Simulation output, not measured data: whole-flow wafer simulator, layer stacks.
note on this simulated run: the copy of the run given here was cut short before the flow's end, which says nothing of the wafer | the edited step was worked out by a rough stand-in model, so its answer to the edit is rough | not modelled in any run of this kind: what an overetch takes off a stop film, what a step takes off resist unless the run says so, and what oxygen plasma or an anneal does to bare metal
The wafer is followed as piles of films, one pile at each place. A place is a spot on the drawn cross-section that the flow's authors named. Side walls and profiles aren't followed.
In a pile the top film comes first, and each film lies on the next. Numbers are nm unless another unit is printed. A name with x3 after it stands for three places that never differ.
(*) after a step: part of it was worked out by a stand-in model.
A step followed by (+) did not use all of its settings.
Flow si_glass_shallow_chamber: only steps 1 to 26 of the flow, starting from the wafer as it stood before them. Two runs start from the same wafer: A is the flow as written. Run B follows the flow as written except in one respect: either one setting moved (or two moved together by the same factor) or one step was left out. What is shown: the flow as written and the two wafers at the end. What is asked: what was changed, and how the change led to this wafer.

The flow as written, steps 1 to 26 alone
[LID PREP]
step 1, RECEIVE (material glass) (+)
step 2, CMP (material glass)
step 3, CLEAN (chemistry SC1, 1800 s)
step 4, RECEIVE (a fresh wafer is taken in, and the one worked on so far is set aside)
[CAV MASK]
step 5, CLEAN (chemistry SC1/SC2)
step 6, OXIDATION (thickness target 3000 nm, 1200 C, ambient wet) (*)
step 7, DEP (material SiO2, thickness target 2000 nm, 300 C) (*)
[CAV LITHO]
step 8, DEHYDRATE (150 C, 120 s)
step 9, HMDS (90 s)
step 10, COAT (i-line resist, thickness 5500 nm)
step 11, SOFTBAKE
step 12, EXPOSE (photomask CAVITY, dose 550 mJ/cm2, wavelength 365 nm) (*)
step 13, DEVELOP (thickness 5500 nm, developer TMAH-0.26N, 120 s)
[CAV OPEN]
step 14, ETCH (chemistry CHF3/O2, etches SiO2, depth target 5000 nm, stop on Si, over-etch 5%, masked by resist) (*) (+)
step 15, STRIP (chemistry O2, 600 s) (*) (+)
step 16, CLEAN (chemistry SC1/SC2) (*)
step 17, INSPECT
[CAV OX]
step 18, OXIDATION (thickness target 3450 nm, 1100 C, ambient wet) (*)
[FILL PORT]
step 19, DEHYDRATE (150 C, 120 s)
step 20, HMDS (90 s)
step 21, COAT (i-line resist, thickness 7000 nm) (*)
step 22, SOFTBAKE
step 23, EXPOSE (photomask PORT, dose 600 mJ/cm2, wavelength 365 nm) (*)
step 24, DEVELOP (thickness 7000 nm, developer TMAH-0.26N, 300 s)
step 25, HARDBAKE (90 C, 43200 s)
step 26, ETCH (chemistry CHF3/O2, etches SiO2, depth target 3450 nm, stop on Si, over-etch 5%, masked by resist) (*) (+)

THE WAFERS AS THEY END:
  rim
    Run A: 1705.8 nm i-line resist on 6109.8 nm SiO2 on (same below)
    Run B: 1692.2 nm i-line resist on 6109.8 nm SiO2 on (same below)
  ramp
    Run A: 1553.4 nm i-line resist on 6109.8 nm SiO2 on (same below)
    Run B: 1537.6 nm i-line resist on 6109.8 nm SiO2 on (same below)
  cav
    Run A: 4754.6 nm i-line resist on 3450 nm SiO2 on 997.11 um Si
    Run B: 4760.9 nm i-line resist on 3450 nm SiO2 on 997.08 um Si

Cause: step 14, ETCH: over-etch 7.75% was run, while the flow as written has over-etch 5%.

Step by step, how the change led to this:
  step 14, ETCH (chemistry CHF3/O2, etches SiO2, depth target 5000 nm, stop on Si, over-etch 5%, masked by resist) (*) (+)
      rim, ramp, septum, ring: A -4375 i-line resist | B -4489.6 i-line resist
      cav, port: A -5000 SiO2 (all of it), -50 Si | B -5000 SiO2 (all of it), -77.5 Si
  step 15, STRIP (chemistry O2, 600 s) (*) (+)
      rim, ramp, septum, ring: A -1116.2 i-line resist (all of it) | B -1001.6 i-line resist (all of it)
